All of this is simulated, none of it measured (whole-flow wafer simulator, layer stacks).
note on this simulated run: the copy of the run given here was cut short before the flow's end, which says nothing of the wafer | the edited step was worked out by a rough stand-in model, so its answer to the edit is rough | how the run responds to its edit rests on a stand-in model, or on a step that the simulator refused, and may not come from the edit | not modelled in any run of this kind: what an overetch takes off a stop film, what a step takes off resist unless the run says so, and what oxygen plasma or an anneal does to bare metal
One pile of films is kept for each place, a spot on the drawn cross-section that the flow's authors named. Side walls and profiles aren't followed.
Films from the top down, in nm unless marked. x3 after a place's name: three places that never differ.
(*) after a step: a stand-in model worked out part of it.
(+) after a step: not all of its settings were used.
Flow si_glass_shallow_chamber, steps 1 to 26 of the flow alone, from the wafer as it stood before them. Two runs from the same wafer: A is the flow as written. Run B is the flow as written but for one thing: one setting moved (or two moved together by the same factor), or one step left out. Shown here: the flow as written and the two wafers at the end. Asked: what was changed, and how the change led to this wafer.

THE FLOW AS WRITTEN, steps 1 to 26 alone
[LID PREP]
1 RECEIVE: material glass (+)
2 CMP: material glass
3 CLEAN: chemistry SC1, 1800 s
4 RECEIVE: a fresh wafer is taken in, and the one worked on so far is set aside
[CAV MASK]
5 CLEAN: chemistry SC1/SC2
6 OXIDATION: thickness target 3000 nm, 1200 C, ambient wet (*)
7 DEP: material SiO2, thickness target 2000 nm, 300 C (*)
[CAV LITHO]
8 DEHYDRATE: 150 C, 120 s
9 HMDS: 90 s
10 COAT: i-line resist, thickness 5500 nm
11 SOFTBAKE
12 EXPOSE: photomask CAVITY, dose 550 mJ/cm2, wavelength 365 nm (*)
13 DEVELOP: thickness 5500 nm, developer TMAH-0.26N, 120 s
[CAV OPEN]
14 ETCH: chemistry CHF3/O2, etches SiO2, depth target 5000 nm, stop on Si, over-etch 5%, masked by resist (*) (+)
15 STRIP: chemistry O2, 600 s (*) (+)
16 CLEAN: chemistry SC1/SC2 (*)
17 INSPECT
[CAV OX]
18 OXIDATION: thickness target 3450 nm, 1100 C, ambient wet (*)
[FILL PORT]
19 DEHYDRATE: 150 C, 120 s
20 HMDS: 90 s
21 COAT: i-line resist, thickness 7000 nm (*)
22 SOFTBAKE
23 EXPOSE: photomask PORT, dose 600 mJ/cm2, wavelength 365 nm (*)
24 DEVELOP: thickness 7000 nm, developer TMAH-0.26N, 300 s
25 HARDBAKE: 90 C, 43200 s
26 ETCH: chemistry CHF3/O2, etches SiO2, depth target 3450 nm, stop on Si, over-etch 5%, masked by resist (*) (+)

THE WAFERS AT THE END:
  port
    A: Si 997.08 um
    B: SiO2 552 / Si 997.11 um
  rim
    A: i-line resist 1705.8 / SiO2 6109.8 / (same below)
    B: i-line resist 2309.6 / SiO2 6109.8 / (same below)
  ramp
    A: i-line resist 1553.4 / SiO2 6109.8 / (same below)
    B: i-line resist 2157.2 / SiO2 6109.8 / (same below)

The cause: step 26, ETCH: depth target 2760 nm was run, where the flow has depth target 3450 nm.

How the change led to this, step by step:
  26 ETCH: chemistry CHF3/O2, etches SiO2, depth target 3450 nm, stop on Si, over-etch 5%, masked by resist (*) (+)
      port: A SiO2 -3450 (all of it), Si -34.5 | B SiO2 -2898
      rim, ramp, cav, ring: A i-line resist -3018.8 | B i-line resist -2415
      (and at 1 more place)
